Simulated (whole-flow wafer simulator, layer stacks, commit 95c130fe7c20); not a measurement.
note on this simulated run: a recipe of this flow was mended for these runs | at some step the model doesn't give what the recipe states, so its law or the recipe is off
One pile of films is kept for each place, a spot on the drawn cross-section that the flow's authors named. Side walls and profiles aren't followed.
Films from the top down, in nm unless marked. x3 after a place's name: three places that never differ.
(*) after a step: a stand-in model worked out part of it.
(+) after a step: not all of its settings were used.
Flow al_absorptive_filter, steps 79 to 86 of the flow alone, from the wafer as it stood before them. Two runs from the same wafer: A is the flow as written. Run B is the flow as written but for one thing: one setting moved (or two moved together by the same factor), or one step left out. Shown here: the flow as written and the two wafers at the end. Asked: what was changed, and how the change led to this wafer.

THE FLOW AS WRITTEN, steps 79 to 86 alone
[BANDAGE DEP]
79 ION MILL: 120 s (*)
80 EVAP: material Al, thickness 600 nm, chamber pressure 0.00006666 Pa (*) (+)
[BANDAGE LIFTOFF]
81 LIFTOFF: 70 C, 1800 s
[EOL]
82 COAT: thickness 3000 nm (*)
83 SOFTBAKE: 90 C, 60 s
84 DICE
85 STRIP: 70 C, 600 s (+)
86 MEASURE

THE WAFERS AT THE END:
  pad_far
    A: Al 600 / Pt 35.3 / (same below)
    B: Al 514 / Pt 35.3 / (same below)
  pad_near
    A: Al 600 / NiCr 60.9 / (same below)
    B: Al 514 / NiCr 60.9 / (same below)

The cause: step 80, EVAP: thickness 514 nm was run, where the flow has thickness 600 nm.
It can be read off the wafer: pad_far has Al 514, and step 80 as written asks for 600 nm.

How the change led to this, step by step:
  80 EVAP: material Al, thickness 600 nm, chamber pressure 0.00006666 Pa (*) (+)
      gnd, pad_far, pad_near and 11 more: A Al +600 (new film) | B Al +514 (new film)
  81 LIFTOFF: 70 C, 1800 s
      xa_field, xl_land, idc_field: A Al -600 (all of it), i-line-resist -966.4 (all of it), lift-off-underlayer -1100 (all of it), acrylic-e-beam-resist -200 (all of it) | B Al -514 (all of it), i-line-resist -966.4 (all of it), lift-off-underlayer -1100 (all of it), acrylic-e-beam-resist -200 (all of it)
      gnd: A Al -600 (all of it), i-line-resist -968.3 (all of it), lift-off-underlayer -1103.3 (all of it), acrylic-e-beam-resist -200.9 (all of it) | B Al -514 (all of it), i-line-resist -968.3 (all of it), lift-off-underlayer -1103.3 (all of it), acrylic-e-beam-resist -200.9 (all of it)
      (and at 8 more places)
  82 COAT: thickness 3000 nm (*)
      pad_far: A i-line-resist +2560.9 (new film) | B i-line-resist +2623.4 (new film)
      pad_near: A i-line-resist +2480.3 (new film) | B i-line-resist +2543.9 (new film)
  83 SOFTBAKE: 90 C, 60 s
      gnd: A i-line-resist +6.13 | B i-line-resist +5.31
      pad_far: A i-line-resist -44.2 | B i-line-resist -37.4
      (and at 2 more places)
  85 STRIP: 70 C, 600 s (+)
      pad_far: A i-line-resist -2516.7 (all of it) | B i-line-resist -2586 (all of it)
      pad_near: A i-line-resist -2439.3 (all of it) | B i-line-resist -2508.9 (all of it)
